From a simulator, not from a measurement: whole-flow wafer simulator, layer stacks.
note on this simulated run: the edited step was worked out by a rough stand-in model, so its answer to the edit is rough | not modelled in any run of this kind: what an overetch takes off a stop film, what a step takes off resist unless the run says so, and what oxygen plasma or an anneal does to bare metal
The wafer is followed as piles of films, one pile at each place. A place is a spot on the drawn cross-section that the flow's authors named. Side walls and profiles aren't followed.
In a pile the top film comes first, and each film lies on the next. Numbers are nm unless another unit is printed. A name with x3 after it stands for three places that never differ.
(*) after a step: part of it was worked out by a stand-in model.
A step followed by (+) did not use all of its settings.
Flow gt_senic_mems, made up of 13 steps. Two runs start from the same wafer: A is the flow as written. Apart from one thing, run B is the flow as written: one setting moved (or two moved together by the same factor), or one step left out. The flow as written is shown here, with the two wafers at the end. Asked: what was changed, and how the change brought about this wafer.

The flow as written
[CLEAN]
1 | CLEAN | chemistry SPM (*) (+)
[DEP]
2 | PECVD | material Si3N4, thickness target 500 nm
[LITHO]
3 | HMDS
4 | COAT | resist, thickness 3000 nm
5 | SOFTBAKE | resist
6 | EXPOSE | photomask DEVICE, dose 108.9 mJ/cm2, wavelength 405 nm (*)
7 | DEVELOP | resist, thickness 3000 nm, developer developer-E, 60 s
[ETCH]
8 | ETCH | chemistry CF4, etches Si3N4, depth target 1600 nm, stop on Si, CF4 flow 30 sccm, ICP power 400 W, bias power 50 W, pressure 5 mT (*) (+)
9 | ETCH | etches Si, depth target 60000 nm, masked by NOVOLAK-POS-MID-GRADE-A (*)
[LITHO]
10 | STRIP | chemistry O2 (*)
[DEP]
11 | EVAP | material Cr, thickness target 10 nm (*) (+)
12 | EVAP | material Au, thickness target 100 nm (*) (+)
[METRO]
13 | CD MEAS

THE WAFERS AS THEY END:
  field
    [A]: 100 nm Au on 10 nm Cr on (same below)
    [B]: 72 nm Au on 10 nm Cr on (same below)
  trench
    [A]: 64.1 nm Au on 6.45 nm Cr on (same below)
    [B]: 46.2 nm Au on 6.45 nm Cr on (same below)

Cause: step 12, EVAP: thickness target 72 nm was run, though the flow has thickness target 100 nm.
One can read it off the wafer: field has Au 72, and step 12 as written asks for 100 nm.

The path from the change to this, step by step:
  12 | EVAP | material Au, thickness target 100 nm (*) (+)
      field: A +100 Au (new film) | B +72 Au (new film)
      trench: A +64.1 Au (new film) | B +46.2 Au (new film)
